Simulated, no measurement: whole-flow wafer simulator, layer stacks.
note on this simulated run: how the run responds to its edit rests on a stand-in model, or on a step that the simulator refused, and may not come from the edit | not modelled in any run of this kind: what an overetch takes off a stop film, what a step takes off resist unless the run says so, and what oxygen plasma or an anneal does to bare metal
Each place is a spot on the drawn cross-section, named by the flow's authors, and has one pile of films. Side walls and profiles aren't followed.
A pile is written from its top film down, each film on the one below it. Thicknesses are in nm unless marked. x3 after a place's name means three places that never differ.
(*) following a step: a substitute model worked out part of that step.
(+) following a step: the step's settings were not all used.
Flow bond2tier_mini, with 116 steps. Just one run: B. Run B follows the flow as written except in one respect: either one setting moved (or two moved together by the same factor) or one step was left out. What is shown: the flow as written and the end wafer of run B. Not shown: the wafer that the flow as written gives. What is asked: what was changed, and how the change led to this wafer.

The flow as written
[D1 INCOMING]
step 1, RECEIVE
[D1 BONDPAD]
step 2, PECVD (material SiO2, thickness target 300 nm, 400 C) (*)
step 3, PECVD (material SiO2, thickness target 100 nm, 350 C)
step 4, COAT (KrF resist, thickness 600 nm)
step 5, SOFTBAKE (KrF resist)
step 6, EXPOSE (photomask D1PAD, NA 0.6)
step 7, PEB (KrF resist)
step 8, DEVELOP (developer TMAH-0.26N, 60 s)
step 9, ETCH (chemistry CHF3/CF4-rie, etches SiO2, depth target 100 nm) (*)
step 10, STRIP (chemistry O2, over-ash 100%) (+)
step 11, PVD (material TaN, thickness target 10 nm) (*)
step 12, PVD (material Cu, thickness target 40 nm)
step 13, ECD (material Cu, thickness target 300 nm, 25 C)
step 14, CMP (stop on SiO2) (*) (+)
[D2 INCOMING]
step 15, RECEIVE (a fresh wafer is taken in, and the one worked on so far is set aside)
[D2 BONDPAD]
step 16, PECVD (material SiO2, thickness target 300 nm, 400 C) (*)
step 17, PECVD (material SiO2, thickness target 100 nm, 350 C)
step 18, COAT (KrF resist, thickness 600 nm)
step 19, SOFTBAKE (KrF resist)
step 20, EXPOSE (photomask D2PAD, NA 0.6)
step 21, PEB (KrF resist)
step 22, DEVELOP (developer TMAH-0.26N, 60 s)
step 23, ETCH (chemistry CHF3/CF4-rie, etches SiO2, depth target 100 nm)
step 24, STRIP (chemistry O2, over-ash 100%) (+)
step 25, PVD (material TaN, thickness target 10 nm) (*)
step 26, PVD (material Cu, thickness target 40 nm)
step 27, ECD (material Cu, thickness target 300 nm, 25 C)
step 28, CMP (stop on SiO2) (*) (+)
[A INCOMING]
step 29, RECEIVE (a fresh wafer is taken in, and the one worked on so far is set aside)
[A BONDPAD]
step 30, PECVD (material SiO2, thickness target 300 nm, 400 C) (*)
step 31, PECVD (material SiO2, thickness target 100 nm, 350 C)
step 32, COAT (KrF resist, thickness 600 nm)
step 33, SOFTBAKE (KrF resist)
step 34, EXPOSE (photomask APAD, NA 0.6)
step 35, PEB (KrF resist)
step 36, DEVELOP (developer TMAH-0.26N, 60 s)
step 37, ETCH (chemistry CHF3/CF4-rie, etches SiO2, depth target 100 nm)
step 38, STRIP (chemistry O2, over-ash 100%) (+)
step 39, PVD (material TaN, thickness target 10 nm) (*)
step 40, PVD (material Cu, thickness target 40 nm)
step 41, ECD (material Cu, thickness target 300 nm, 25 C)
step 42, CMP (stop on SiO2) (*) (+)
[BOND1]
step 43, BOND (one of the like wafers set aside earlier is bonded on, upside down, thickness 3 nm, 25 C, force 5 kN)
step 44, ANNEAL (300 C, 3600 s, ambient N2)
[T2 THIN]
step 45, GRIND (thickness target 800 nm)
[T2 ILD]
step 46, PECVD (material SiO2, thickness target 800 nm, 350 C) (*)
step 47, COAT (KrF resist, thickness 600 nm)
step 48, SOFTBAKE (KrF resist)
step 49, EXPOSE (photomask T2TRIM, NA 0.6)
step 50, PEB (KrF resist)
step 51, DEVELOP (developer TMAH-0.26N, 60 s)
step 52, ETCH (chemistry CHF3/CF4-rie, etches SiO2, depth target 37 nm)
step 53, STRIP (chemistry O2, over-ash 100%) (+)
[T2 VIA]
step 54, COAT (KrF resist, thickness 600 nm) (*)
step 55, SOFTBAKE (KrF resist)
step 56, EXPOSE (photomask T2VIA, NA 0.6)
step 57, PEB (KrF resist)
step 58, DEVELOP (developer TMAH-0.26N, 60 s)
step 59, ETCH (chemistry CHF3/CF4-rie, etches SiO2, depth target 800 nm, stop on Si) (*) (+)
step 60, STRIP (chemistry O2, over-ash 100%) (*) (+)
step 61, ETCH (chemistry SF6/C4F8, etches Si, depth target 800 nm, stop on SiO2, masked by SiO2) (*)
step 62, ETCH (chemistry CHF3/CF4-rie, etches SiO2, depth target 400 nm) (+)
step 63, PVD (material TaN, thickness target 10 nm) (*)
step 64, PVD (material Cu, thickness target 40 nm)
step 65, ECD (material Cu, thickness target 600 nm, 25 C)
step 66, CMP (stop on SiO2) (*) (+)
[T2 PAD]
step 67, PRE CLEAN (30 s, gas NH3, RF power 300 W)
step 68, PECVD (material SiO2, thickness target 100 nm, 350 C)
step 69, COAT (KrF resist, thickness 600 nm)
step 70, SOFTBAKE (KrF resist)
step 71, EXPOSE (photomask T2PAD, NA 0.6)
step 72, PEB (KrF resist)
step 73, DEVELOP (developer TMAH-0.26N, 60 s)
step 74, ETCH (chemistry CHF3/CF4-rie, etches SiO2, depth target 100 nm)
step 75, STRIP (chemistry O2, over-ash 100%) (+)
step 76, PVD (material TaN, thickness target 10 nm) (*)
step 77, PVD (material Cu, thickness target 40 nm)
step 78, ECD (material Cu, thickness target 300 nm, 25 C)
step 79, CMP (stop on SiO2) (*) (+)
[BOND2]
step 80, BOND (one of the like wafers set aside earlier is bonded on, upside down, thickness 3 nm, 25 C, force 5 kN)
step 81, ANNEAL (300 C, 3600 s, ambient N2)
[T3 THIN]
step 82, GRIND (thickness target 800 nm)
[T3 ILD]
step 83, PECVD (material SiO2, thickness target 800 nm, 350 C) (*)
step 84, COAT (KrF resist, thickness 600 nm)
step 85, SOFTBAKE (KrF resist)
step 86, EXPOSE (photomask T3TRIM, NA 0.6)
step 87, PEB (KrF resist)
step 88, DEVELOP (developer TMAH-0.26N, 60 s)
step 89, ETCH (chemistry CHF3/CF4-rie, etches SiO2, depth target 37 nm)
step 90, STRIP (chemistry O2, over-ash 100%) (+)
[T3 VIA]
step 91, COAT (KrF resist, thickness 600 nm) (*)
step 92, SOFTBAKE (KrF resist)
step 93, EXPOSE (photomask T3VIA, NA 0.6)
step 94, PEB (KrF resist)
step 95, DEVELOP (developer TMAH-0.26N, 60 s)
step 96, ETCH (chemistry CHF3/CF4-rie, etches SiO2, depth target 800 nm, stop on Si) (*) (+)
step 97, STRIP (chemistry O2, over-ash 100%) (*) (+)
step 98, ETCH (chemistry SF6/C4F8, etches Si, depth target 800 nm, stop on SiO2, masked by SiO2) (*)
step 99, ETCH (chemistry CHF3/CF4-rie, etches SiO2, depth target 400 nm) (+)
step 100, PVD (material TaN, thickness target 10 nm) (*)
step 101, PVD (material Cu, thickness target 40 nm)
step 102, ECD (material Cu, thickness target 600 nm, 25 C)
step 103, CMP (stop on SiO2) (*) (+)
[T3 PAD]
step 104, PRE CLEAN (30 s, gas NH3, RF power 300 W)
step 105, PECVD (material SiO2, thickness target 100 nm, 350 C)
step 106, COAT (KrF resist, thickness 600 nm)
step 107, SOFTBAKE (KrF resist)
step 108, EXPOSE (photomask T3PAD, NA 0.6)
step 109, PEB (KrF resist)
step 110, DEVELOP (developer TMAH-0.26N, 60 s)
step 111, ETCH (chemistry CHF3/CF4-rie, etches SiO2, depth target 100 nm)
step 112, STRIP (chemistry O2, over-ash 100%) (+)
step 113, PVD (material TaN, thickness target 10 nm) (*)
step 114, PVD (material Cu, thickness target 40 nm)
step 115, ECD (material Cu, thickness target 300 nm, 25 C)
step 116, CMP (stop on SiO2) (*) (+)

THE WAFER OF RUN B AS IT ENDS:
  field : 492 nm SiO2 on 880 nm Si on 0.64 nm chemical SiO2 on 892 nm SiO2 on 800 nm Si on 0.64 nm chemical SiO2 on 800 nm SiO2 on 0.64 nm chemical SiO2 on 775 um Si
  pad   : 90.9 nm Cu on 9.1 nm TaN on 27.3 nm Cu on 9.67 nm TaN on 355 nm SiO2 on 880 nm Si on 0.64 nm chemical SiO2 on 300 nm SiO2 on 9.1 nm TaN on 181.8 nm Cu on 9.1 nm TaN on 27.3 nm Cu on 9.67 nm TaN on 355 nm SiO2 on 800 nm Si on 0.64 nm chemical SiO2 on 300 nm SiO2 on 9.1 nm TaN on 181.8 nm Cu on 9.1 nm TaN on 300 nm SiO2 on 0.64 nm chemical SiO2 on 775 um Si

Cause: step 82, GRIND: thickness target 880 nm was run, while the flow as written has thickness target 800 nm.
One can read it off the wafer: field has Si 880, and step 82 as written asks for 800 nm.

Step by step, how the change led to this:
  step 82, GRIND (thickness target 800 nm)
      field, pad: Si loses 774.12 um (in the flow as written it would be: Si loses 774.2 um)
